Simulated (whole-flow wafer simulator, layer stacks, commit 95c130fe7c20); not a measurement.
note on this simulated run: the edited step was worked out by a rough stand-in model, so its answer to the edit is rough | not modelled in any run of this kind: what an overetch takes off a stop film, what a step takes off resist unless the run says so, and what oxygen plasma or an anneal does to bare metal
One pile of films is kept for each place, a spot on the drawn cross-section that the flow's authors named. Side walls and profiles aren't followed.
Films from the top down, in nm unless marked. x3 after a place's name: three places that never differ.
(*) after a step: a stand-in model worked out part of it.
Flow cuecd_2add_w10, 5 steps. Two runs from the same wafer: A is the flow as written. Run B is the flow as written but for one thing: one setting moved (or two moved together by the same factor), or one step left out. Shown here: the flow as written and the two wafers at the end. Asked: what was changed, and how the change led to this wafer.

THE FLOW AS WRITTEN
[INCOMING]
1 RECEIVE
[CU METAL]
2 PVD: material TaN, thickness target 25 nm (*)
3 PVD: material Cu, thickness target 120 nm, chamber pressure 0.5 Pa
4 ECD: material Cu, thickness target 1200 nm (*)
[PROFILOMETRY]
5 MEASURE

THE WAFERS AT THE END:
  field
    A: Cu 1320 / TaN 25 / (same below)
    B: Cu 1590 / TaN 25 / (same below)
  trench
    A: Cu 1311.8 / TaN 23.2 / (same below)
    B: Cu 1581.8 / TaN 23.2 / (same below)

The cause: step 4, ECD: thickness target 1470 nm was run, where the flow has thickness target 1200 nm.

How the change led to this, step by step:
  4 ECD: material Cu, thickness target 1200 nm (*)
      field, trench: A Cu +1200 | B Cu +1470
